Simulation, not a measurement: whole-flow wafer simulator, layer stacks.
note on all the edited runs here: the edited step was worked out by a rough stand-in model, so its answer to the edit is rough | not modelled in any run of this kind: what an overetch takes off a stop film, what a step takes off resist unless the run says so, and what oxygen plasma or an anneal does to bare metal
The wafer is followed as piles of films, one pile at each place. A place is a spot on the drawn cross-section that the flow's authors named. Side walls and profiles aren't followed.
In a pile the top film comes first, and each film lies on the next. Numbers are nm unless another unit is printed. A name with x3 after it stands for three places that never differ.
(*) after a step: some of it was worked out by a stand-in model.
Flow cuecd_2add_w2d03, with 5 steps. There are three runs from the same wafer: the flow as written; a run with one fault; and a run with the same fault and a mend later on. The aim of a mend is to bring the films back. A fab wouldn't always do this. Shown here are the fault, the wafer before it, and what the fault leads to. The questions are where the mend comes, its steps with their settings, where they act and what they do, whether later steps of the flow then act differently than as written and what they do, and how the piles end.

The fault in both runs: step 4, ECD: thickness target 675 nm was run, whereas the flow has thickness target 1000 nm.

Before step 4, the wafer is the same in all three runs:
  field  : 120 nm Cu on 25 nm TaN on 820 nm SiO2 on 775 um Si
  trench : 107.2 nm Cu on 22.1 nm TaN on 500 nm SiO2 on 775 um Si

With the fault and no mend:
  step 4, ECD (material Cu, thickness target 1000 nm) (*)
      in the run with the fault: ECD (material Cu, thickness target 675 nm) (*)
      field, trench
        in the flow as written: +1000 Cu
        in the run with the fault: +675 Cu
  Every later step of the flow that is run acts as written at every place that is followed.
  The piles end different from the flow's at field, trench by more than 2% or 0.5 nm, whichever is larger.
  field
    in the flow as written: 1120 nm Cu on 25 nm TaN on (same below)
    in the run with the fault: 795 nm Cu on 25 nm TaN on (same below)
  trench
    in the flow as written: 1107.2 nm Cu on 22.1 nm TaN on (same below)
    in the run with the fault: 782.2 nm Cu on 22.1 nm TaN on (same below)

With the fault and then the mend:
  The mend stands after step 5.
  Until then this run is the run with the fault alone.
  step 5a, ECD (material Cu, thickness target 325 nm) (*) (the flow's step 4, run once more with other settings)
      field, trench
        +325 Cu
  Every later step of the flow that is run acts as written at every place that is followed.
  The piles end the same as the flow's at every place that both follow.
